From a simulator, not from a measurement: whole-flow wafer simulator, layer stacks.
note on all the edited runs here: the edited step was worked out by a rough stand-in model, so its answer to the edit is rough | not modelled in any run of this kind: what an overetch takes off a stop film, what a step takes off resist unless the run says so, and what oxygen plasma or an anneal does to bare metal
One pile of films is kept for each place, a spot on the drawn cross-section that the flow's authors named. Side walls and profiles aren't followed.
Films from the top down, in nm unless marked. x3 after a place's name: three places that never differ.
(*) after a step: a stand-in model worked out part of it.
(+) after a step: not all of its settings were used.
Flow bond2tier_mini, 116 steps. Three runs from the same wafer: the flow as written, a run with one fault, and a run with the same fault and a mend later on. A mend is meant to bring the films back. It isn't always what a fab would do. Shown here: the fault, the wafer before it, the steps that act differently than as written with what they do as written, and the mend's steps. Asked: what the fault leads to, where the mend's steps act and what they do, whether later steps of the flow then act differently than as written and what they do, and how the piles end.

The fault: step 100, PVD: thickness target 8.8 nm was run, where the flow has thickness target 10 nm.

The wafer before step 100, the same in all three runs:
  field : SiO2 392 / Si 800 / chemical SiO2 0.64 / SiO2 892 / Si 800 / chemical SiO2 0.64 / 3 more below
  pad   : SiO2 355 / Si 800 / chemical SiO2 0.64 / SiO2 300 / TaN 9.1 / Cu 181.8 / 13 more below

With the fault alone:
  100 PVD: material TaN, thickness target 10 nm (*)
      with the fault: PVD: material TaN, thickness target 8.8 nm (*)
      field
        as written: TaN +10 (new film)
        with the fault: TaN +8.8 (new film)
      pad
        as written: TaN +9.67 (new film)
        with the fault: TaN +8.51 (new film)
  Later steps of the flow that act differently than as written (1 more step differs only slightly, by at most 2% or 0.5 nm, whichever is larger, and isn't shown):
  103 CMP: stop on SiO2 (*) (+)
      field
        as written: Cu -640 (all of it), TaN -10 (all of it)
        with the fault: Cu -640 (all of it), TaN -8.8 (all of it)
  At the end the piles differ from the flow's by more than 2% or 0.5 nm, whichever is larger, at pad.
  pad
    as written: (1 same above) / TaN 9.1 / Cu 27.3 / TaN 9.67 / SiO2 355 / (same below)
    with the fault: (1 same above) / TaN 9.1 / Cu 28.5 / TaN 8.51 / SiO2 355 / (same below)

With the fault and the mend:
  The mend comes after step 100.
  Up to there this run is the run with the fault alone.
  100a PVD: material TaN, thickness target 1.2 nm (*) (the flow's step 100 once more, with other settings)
      field
        TaN +1.2
      pad
        TaN +1.16
  No later step of the flow acts differently than as written at any place that is followed.
  At the end the piles are the same as the flow's at every place that both follow.
